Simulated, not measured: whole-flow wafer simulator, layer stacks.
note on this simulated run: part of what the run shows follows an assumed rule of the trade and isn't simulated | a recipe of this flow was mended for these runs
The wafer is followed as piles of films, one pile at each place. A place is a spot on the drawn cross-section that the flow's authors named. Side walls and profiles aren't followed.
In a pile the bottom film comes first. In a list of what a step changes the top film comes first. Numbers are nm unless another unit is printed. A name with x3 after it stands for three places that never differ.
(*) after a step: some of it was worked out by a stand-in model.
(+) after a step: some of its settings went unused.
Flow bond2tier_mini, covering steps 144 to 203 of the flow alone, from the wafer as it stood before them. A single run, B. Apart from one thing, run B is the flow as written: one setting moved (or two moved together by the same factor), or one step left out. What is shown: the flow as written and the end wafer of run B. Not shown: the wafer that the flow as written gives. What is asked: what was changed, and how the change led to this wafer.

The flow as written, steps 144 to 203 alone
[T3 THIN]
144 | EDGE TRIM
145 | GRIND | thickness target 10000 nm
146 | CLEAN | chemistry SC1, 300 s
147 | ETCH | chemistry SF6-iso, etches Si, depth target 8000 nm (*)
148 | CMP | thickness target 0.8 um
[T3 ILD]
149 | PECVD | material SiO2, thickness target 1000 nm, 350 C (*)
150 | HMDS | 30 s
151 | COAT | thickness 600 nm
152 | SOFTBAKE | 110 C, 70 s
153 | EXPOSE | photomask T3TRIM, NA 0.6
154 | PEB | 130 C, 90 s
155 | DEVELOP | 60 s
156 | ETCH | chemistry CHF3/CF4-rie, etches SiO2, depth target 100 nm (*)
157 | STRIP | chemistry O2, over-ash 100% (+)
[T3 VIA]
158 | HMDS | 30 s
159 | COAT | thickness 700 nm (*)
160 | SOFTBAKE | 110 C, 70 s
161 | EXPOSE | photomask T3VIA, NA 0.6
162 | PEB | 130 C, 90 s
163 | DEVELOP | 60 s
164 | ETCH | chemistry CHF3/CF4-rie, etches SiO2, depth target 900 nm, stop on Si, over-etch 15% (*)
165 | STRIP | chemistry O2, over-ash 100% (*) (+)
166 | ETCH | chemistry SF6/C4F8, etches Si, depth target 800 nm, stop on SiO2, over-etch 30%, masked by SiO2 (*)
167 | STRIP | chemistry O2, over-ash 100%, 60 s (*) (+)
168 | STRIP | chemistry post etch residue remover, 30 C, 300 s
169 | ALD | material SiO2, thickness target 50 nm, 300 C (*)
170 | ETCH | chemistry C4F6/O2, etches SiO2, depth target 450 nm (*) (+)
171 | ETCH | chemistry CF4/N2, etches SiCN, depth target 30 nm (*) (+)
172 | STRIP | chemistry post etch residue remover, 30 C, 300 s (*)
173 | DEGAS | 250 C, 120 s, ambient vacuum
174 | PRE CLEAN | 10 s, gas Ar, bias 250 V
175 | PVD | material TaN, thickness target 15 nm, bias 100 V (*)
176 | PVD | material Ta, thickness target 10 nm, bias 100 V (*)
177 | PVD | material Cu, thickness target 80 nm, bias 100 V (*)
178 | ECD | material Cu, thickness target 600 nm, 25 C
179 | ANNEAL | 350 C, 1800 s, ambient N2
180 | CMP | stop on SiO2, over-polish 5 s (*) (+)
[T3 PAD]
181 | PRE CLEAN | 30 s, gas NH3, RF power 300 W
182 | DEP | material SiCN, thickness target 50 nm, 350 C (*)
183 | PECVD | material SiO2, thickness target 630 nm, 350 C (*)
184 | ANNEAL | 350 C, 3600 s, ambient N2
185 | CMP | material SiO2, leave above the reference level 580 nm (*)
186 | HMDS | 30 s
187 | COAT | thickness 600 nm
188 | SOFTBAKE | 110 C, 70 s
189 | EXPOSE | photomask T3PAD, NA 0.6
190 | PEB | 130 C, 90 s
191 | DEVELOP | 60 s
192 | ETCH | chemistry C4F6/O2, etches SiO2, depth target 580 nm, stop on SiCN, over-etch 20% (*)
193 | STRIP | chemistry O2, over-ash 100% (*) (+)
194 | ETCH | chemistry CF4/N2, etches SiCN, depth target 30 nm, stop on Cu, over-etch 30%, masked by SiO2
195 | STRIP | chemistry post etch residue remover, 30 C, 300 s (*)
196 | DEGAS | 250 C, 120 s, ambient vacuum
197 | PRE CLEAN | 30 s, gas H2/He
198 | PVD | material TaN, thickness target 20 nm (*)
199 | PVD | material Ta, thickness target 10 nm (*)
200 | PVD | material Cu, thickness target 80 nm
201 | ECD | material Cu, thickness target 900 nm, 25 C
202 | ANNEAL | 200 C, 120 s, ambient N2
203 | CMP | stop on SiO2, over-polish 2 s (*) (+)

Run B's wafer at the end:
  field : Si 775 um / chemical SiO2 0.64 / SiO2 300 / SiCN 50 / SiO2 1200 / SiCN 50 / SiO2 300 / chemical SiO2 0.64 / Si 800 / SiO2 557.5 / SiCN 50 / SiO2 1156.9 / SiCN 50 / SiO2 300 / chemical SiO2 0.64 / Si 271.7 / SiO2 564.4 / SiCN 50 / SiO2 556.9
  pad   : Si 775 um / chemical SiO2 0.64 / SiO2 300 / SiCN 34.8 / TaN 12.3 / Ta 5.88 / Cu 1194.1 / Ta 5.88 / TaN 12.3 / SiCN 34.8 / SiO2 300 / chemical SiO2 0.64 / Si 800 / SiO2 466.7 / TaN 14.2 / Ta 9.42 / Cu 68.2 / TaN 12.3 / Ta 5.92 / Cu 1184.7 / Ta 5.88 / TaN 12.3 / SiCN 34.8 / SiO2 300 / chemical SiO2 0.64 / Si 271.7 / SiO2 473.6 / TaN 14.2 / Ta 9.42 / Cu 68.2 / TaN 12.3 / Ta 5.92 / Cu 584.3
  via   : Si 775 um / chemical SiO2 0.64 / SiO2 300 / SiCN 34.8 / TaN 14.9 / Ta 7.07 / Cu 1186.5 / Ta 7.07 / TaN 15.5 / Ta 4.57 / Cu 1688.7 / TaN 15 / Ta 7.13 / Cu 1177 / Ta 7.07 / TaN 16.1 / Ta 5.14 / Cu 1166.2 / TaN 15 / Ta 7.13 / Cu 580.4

Cause: step 147, ETCH: depth target 9728 nm was run, whereas the flow has depth target 8000 nm.

How this came from the change, step by step:
  147 | ETCH | chemistry SF6-iso, etches Si, depth target 8000 nm (*)
      field, pad, via: chemical SiO2 loses 0.6 (all of it), Si loses 9728 (it would be, as written: chemical SiO2 loses 0.6 (all of it), Si loses 8000)
  148 | CMP | thickness target 0.8 um
      field, pad, via: nothing (it would be, as written: Si loses 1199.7)
  166 | ETCH | chemistry SF6/C4F8, etches Si, depth target 800 nm, stop on SiO2, over-etch 30%, masked by SiO2 (*)
      field, pad: SiO2 loses 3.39 (it would be, as written: SiO2 loses 10.3)
      via: Si loses 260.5 (all of it), chemical SiO2 loses 0.64 (all of it), SiO2 loses 7.15 (it would be, as written: Si loses 788.8 (all of it), chemical SiO2 loses 0.64 (all of it), SiO2 loses 1.87)
  170 | ETCH | chemistry C4F6/O2, etches SiO2, depth target 450 nm (*) (+)
      via: SiO2 loses 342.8 (all of it), SiCN loses 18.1 (it would be, as written: SiO2 loses 348.1 (all of it), SiCN loses 17.2)
  171 | ETCH | chemistry CF4/N2, etches SiCN, depth target 30 nm (*) (+)
      via: SiCN loses 16.8 (all of it), TaN loses 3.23 (it would be, as written: SiCN loses 17.6 (all of it), TaN loses 3.01)
  175 | PVD | material TaN, thickness target 15 nm, bias 100 V (*)
      via: TaN gains 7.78 (it would be, as written: TaN gains 6.94)
  176 | PVD | material Ta, thickness target 10 nm, bias 100 V (*)
      via: Ta gains 5.14 (new film) (it would be, as written: Ta gains 4.57 (new film))
  177 | PVD | material Cu, thickness target 80 nm, bias 100 V (*)
      via: Cu gains 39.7 (new film) (it would be, as written: Cu gains 35 (new film))
  178 | ECD | material Cu, thickness target 600 nm, 25 C
      via: Cu gains 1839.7 (it would be, as written: Cu gains 2367)
